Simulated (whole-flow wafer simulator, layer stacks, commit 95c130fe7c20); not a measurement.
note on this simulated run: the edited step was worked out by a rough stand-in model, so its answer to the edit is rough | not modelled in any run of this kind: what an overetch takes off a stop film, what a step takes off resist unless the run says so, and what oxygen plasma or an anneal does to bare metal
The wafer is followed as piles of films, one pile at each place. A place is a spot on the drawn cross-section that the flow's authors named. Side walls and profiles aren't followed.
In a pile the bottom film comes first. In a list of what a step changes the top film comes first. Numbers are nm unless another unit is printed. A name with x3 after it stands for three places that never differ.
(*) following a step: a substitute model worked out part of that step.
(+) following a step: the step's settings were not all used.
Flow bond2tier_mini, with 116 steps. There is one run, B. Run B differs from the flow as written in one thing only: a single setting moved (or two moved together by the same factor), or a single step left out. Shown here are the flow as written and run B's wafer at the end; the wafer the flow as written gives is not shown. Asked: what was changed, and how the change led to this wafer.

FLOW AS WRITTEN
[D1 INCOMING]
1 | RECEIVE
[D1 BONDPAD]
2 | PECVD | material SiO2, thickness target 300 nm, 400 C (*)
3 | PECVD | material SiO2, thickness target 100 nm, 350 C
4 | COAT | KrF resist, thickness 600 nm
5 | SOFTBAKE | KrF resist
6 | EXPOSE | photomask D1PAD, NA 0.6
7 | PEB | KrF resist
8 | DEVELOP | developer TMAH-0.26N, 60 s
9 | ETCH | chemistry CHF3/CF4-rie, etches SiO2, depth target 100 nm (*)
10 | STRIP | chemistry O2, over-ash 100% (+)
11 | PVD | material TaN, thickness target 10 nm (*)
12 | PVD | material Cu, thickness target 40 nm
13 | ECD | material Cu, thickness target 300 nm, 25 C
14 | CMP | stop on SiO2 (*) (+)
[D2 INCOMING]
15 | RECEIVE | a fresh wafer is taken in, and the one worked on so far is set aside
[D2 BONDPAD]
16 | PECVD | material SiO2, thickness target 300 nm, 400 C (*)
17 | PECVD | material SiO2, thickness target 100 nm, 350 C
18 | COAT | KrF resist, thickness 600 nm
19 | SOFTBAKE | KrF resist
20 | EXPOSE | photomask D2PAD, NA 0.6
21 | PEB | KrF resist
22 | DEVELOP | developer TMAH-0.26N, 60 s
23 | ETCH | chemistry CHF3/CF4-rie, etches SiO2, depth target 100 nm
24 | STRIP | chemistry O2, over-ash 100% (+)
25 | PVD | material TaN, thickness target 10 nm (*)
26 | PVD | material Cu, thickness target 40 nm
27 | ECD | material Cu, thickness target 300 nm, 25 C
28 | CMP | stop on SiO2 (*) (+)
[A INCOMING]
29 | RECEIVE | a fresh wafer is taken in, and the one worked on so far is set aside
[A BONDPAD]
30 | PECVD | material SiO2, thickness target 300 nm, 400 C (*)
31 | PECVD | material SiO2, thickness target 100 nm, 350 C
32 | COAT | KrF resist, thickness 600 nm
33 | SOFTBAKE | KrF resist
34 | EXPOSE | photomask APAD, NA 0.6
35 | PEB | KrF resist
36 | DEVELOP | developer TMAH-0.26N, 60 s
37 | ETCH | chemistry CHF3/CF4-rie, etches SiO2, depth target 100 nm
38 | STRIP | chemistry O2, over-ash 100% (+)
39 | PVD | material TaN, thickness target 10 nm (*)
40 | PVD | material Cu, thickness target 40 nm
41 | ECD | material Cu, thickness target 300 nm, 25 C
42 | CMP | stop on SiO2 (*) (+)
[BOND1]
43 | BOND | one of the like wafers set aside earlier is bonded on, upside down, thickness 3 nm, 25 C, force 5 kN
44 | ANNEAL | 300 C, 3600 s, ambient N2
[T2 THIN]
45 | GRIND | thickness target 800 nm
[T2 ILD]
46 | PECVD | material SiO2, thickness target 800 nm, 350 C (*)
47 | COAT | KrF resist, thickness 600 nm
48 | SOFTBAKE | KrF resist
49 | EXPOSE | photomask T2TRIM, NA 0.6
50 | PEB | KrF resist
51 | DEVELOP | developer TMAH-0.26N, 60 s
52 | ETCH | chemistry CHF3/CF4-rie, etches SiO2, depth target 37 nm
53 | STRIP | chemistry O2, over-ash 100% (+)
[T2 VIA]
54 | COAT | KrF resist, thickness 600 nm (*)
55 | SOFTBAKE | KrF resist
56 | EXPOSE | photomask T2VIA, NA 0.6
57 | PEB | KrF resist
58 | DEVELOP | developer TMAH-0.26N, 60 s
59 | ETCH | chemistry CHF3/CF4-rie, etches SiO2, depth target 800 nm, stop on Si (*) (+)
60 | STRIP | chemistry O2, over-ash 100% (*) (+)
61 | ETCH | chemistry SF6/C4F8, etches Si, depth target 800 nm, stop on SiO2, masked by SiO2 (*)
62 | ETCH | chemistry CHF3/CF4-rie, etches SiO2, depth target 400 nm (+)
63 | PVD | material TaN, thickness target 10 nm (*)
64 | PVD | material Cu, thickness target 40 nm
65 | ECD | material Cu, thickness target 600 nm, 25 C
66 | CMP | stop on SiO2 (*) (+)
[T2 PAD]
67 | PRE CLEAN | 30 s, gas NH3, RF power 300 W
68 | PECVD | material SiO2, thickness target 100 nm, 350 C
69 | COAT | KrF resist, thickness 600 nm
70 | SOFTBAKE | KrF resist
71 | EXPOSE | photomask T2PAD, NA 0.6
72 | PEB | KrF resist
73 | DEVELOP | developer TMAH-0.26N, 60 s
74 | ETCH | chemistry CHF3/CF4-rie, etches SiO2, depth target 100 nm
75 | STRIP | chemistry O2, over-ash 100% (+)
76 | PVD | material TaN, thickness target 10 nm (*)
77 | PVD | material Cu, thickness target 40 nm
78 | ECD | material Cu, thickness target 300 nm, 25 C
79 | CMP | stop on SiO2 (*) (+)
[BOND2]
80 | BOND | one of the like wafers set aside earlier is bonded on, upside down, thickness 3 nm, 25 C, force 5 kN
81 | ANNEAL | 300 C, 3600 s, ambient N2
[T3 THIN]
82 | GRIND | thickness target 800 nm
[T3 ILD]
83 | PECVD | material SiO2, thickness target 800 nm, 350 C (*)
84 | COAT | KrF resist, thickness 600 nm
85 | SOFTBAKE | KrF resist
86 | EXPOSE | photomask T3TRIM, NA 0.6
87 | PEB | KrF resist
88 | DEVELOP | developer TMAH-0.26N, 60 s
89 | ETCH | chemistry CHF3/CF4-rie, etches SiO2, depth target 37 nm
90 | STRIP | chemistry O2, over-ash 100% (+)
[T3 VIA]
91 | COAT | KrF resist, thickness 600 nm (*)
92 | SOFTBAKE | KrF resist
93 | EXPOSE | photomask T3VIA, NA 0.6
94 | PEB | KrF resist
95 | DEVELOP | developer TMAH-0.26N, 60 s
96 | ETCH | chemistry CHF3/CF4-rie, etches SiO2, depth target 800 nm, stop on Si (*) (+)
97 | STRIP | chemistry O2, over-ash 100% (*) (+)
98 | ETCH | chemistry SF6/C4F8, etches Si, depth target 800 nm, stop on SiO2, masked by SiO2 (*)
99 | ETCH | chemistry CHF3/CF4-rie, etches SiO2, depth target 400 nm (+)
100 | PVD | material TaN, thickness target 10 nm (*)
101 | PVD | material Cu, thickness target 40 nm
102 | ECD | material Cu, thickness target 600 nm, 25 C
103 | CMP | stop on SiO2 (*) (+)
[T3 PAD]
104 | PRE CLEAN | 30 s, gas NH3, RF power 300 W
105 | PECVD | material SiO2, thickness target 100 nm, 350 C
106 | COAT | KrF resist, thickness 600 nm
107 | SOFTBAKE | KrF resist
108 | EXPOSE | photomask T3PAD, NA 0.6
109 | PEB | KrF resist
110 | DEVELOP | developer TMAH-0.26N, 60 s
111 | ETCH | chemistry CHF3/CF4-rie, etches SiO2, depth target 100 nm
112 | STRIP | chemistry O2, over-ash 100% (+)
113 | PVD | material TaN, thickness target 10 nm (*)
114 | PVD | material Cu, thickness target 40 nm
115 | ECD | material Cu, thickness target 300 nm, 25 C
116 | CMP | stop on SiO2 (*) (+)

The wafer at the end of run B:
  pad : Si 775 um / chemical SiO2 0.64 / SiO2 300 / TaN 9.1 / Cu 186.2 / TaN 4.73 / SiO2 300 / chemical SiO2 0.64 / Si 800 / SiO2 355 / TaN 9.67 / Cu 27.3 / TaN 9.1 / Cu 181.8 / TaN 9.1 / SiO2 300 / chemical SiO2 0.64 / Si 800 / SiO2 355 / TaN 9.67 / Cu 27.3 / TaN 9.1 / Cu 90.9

What caused this: step 11, PVD: thickness target 5.2 nm was run, though the flow has thickness target 10 nm.

The path from the change to this, step by step:
  11 | PVD | material TaN, thickness target 10 nm (*)
      field: TaN gains 5.2 (new film) (as written it would have been: TaN gains 10 (new film))
      pad: TaN gains 4.73 (new film) (as written it would have been: TaN gains 9.1 (new film))
      (also at 1 further place)
  14 | CMP | stop on SiO2 (*) (+)
      field: Cu loses 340 (all of it), TaN loses 5.2 (all of it) (as written it would have been: Cu loses 340 (all of it), TaN loses 10 (all of it))
  43 | BOND | one of the like wafers set aside earlier is bonded on, upside down, thickness 3 nm, 25 C, force 5 kN
      pad: Si gains 775 um (new film), chemical SiO2 gains 0.64 (new film), SiO2 gains 300 (new film), TaN gains 4.73 (new film), Cu gains 95.3 (as written it would have been: Si gains 775 um (new film), chemical SiO2 gains 0.64 (new film), SiO2 gains 300 (new film), TaN gains 9.1 (new film), Cu gains 90.9)
      via: Si gains 775 um (new film), chemical SiO2 gains 0.64 (new film), SiO2 gains 300 (new film), TaN gains 5.19 (new film), Cu gains 94.8 (as written it would have been: Si gains 775 um (new film), chemical SiO2 gains 0.64 (new film), SiO2 gains 300 (new film), TaN gains 9.97 (new film), Cu gains 90)
